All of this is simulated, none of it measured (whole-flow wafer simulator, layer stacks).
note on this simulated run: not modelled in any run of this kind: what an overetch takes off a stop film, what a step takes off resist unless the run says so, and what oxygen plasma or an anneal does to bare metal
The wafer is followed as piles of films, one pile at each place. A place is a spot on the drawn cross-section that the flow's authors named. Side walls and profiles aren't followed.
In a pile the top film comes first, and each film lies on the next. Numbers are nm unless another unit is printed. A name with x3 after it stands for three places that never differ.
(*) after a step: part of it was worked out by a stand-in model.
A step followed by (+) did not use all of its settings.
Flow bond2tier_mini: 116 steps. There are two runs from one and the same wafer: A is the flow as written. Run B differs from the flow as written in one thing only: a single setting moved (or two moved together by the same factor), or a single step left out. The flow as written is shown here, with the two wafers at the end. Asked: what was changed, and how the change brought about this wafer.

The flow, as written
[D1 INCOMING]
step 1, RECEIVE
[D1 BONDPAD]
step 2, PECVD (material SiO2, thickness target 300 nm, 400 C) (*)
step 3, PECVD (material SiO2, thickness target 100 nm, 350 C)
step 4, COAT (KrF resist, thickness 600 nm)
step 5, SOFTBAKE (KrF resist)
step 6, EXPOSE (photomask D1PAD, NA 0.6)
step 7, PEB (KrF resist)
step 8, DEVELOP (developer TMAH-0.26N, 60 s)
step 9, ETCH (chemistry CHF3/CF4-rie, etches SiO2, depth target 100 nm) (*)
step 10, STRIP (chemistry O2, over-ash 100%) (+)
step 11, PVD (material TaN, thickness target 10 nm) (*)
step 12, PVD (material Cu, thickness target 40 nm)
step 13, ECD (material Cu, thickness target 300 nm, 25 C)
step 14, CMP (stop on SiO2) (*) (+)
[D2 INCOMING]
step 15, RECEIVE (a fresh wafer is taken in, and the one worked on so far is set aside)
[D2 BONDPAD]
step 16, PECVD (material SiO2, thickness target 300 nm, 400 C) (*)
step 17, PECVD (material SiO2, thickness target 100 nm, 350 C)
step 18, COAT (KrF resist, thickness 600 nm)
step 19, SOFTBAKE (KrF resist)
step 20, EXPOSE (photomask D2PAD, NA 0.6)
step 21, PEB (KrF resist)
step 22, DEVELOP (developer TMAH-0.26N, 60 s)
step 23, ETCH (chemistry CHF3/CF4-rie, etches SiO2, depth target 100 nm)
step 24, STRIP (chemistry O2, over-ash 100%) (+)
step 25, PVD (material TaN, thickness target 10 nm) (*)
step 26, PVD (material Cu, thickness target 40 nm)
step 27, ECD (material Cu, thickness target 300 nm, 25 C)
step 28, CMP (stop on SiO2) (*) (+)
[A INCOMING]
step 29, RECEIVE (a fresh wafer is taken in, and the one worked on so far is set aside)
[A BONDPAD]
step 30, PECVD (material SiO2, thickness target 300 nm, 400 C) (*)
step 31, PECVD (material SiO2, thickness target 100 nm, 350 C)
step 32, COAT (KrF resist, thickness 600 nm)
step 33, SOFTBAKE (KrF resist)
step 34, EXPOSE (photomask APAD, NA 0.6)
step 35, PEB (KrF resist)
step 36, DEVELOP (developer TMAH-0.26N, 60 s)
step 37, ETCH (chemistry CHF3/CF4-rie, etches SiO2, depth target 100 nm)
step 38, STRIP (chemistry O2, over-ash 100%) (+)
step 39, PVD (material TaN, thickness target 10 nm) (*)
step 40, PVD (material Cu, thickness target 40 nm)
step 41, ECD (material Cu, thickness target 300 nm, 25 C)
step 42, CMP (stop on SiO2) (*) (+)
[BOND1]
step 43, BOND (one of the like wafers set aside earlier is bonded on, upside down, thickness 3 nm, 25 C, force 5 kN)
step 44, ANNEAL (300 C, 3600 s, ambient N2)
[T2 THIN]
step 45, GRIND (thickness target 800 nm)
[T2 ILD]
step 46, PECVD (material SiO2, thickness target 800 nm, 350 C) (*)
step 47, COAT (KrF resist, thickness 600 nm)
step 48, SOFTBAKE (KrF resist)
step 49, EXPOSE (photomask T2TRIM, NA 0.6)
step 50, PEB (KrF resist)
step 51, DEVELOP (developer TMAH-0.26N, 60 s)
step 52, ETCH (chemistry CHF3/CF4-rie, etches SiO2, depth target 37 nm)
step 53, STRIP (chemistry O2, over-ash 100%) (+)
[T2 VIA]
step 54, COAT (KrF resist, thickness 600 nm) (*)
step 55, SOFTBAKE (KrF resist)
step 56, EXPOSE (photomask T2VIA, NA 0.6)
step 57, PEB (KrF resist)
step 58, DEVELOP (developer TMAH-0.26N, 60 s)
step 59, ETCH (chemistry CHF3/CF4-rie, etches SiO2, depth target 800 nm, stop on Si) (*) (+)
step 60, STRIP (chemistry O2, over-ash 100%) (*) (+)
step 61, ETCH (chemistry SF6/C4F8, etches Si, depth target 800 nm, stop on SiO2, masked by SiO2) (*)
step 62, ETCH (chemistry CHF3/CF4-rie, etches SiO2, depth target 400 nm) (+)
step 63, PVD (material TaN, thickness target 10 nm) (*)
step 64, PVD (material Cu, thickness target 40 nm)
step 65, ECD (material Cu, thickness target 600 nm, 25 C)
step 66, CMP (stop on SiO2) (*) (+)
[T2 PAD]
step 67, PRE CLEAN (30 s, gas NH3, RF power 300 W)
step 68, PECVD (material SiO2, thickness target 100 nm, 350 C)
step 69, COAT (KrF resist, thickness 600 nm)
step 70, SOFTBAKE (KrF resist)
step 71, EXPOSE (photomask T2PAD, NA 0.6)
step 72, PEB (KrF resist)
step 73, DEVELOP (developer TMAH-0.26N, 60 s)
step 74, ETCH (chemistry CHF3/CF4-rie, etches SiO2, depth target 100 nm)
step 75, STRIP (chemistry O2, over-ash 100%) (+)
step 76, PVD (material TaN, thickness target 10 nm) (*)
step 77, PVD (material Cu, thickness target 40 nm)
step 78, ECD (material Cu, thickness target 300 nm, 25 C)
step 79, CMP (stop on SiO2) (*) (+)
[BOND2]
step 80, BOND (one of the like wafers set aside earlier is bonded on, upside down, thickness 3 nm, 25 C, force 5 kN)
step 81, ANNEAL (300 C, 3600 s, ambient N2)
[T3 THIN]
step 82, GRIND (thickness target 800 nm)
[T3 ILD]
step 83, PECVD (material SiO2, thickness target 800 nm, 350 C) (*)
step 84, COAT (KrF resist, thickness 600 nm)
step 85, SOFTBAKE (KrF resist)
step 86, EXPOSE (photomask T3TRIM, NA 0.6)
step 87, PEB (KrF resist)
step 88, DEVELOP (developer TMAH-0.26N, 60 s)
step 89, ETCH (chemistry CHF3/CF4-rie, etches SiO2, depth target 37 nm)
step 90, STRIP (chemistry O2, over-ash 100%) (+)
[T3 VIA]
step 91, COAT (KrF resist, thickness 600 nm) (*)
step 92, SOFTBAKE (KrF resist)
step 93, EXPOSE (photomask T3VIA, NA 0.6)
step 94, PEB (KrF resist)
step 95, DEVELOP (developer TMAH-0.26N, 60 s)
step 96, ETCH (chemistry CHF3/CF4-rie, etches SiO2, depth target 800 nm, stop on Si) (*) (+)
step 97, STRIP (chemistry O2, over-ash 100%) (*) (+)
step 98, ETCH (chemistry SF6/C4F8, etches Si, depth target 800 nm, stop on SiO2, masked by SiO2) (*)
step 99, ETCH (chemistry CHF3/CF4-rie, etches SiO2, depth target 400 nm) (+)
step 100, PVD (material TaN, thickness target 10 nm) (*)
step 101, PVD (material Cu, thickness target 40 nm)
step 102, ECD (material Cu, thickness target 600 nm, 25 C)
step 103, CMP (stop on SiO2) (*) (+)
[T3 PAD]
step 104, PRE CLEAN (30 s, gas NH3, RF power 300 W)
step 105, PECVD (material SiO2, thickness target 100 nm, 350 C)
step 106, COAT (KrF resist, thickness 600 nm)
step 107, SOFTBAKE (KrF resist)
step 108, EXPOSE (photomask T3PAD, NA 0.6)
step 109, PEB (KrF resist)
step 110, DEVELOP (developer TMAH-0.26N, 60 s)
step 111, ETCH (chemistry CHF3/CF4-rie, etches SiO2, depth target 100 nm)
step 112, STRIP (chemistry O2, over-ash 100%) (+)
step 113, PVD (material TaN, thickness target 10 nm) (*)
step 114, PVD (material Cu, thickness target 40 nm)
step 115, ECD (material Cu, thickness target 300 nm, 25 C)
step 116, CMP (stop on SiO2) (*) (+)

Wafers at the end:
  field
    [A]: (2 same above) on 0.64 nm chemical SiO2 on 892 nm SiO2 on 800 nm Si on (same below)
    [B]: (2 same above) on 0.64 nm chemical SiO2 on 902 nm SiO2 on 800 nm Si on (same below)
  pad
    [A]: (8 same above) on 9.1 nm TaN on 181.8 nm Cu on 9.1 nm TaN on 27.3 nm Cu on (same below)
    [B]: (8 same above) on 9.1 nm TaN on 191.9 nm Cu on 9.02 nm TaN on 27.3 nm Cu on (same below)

What caused this: step 68, PECVD: thickness target 110 nm was run, though the flow has thickness target 100 nm; step 74, ETCH: depth target 110 nm was run, where the flow has depth target 100 nm.

The path from the change to this, step by step:
  step 68, PECVD (material SiO2, thickness target 100 nm, 350 C)
      field: A SiO2 gains 100 | B SiO2 gains 110
      pad: A SiO2 gains 100 (new film) | B SiO2 gains 110 (new film)
  step 74, ETCH (chemistry CHF3/CF4-rie, etches SiO2, depth target 100 nm)
      field: A KrF resist loses 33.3 | B KrF resist loses 36.7
      pad: A SiO2 loses 100 (all of it) | B SiO2 loses 110 (all of it)
  step 78, ECD (material Cu, thickness target 300 nm, 25 C)
      pad: A Cu gains 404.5 | B Cu gains 414.9
